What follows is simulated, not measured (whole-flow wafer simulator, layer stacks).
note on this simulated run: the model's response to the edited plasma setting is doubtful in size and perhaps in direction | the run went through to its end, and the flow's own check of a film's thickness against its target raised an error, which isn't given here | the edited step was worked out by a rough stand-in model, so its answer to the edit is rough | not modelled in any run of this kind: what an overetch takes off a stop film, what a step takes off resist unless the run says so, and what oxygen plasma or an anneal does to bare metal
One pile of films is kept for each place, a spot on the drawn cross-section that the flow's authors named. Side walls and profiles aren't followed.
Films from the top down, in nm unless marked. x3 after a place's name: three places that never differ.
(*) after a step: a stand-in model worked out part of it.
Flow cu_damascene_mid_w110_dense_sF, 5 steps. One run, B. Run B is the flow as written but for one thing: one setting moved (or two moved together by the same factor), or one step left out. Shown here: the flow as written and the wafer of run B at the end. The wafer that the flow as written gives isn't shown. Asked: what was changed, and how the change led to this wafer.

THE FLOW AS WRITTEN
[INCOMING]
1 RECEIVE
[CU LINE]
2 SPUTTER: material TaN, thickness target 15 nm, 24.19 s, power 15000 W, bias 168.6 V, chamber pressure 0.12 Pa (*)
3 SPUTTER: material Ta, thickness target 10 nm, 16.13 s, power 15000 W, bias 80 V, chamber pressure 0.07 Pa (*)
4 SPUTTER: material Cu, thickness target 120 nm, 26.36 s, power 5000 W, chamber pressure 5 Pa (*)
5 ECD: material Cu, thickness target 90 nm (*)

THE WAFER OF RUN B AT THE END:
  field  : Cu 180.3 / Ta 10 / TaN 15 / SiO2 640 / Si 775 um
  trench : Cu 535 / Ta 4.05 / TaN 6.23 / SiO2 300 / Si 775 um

The cause: step 4, SPUTTER: power 4005 W was run, where the flow has power 5000 W.

How the change led to this, step by step:
  4 SPUTTER: material Cu, thickness target 120 nm, 26.36 s, power 5000 W, chamber pressure 5 Pa (*)
      field: Cu +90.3 (new film) (as written it would be: Cu +120 (new film))
      trench: Cu +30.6 (new film) (as written it would be: Cu +35.7 (new film))
  5 ECD: material Cu, thickness target 90 nm (*)
      trench: Cu +504.4 (as written it would be: Cu +529)
